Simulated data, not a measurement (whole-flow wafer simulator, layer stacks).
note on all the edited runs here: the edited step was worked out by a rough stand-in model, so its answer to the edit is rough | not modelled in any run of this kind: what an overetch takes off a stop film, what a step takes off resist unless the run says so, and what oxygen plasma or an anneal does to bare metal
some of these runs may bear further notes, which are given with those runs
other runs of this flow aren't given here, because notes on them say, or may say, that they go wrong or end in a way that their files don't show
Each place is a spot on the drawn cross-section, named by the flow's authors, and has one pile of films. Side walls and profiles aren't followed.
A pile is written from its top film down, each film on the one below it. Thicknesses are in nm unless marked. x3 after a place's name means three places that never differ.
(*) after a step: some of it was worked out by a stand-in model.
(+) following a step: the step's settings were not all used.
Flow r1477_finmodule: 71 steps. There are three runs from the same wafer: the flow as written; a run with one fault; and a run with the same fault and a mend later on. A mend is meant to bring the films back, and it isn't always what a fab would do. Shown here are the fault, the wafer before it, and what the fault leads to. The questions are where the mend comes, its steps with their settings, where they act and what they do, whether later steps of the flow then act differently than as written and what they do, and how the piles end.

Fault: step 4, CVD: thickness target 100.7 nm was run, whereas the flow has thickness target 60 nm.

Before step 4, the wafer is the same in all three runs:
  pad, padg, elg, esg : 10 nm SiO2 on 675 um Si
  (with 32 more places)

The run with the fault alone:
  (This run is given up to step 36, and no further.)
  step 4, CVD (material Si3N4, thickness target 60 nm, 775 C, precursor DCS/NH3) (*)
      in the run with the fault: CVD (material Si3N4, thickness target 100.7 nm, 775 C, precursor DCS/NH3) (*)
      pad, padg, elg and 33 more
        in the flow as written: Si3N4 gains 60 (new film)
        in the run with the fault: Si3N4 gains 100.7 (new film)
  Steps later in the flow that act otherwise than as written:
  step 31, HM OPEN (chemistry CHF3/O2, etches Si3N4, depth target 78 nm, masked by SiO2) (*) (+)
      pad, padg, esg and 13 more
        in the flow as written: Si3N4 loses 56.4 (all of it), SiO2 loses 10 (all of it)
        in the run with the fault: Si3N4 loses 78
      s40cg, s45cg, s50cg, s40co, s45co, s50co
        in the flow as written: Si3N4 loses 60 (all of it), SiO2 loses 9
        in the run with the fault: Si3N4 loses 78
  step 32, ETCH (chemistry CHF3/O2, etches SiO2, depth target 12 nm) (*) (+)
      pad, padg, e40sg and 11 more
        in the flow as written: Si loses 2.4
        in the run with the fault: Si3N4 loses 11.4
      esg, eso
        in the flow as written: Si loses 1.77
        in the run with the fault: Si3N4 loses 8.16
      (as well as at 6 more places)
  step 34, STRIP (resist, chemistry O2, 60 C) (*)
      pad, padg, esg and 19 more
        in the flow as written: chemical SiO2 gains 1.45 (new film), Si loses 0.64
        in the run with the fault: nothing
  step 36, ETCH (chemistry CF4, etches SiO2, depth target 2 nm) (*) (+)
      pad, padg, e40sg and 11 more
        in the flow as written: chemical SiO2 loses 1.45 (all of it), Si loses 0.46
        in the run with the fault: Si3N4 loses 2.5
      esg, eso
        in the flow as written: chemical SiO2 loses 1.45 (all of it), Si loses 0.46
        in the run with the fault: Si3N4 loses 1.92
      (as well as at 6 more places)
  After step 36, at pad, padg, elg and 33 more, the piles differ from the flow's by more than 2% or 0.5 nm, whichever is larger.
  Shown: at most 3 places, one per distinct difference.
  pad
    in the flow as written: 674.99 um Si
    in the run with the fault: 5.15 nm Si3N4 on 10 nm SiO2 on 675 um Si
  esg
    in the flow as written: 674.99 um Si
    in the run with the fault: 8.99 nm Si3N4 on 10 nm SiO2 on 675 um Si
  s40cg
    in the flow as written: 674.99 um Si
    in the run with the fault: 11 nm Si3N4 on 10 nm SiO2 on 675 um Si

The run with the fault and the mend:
  The mend follows step 5.
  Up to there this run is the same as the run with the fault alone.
  step 5a, ETCH (chemistry h3po4, depth target 40.7 nm)
      pad, padg, elg and 33 more
        Si3N4 loses 40.7
  Every later step of the flow that is run acts as written at every place that is followed.
  By the end, the piles equal the flow's at every place that both follow.
